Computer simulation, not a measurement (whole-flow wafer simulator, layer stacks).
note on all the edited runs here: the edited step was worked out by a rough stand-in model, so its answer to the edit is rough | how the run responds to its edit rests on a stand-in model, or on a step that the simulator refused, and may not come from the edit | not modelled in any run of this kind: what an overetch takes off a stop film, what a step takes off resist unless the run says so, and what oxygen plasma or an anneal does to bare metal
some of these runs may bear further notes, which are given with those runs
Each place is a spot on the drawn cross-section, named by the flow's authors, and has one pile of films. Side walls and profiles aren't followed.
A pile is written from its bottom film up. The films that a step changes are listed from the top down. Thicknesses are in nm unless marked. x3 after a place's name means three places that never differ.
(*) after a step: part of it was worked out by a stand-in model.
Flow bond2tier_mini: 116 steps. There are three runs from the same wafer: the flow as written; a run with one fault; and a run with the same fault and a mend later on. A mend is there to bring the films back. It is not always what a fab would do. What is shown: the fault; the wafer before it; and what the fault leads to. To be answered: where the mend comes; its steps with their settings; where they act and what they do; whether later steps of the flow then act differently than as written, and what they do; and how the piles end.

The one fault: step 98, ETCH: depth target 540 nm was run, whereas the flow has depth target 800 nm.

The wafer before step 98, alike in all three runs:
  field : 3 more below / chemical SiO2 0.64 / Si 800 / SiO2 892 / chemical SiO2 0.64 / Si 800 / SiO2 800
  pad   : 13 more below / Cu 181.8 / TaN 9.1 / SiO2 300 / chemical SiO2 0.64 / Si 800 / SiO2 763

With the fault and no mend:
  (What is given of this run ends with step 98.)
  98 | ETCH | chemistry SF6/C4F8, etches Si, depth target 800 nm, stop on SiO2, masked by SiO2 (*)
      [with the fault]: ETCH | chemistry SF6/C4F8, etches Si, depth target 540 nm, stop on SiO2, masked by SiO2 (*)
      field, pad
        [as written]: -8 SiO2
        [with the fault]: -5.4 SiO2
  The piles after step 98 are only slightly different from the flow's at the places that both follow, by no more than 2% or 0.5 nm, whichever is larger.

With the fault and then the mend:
  The mend follows step 98.
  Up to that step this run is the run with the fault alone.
  98a | ETCH | chemistry SF6/C4F8, etches Si, depth target 260 nm, stop on SiO2, masked by SiO2 (*) (the flow's step 98, run once more with other settings)
      field, pad
        -2.6 SiO2
  Every later step of the flow that is run acts as written at every place that is followed.
  By the end, the piles equal the flow's at every place that both follow.
